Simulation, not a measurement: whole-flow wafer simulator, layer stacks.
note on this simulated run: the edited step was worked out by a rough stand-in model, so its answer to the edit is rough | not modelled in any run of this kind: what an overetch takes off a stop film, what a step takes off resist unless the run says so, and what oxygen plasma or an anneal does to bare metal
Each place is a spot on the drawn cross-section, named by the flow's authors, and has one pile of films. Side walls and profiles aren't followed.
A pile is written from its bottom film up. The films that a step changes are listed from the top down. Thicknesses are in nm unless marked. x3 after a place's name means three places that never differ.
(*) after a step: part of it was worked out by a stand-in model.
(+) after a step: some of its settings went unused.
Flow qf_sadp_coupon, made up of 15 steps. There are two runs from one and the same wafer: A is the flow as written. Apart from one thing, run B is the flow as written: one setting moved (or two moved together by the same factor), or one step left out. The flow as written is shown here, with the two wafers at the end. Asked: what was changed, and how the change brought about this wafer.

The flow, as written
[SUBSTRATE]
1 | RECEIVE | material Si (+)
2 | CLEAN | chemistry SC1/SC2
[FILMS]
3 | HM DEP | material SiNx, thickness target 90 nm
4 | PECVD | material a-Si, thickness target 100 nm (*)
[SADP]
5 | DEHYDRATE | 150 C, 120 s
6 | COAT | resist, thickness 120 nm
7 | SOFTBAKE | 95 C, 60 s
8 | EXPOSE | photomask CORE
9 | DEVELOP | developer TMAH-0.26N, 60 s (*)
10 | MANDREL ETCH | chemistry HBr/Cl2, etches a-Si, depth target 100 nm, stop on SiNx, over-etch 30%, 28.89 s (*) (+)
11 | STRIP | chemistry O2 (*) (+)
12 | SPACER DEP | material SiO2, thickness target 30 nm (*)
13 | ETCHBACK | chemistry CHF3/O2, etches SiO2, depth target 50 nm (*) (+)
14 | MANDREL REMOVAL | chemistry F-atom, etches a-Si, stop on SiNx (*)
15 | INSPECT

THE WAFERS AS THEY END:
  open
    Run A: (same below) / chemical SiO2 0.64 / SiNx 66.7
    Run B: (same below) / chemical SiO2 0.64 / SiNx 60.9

The reason: step 4, PECVD: thickness target 59.3 nm was run, though the flow has thickness target 100 nm.

The path from the change to this, step by step:
  4 | PECVD | material a-Si, thickness target 100 nm (*)
      m, open: A a-Si gains 100 (new film) | B a-Si gains 59.3 (new film)
  10 | MANDREL ETCH | chemistry HBr/Cl2, etches a-Si, depth target 100 nm, stop on SiNx, over-etch 30%, 28.89 s (*) (+)
      open: A a-Si loses 100 (all of it), SiNx loses 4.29 | B a-Si loses 59.3 (all of it), SiNx loses 10.1
  14 | MANDREL REMOVAL | chemistry F-atom, etches a-Si, stop on SiNx (*)
      m: A a-Si loses 95.8 (all of it) | B a-Si loses 55.1 (all of it)
